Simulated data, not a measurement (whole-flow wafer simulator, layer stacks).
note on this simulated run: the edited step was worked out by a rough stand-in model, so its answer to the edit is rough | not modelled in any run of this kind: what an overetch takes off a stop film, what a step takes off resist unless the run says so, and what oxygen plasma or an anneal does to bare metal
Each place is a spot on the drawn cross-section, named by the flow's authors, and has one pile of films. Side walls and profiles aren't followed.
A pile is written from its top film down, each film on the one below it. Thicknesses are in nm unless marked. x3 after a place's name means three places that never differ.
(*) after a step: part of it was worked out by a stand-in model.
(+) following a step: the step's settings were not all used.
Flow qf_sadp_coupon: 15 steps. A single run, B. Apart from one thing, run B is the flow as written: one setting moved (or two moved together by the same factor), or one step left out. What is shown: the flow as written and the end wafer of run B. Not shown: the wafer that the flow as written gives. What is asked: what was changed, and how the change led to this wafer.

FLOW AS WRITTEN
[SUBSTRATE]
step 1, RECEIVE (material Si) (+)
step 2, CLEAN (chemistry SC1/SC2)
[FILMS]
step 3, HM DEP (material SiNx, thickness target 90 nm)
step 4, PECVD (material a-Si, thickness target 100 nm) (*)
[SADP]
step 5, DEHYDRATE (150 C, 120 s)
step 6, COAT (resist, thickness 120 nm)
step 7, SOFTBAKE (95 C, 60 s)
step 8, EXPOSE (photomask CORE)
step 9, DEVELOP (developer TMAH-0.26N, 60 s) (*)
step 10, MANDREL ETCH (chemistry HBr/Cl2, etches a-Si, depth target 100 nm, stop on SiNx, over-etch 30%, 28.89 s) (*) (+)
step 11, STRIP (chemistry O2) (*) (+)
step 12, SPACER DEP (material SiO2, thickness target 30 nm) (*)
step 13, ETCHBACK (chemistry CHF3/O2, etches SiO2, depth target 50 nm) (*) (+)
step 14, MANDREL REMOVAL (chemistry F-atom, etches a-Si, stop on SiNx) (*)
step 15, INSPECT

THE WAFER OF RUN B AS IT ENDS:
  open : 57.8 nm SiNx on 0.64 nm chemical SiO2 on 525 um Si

Cause: step 10, MANDREL ETCH: depth target 147.5 nm was run, though the flow has depth target 100 nm.

Step by step, how the change led to this:
  step 10, MANDREL ETCH (chemistry HBr/Cl2, etches a-Si, depth target 100 nm, stop on SiNx, over-etch 30%, 28.89 s) (*) (+)
      m: resist loses 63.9 (as written it would have been: resist loses 43.3)
      open: a-Si loses 100 (all of it), SiNx loses 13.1 (as written it would have been: a-Si loses 100 (all of it), SiNx loses 4.29)
  step 11, STRIP (chemistry O2) (*) (+)
      m: chemical SiO2 gains 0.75 (new film), resist loses 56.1 (all of it), a-Si loses 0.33 (as written it would have been: chemical SiO2 gains 0.74 (new film), resist loses 76.7 (all of it), a-Si loses 0.32)
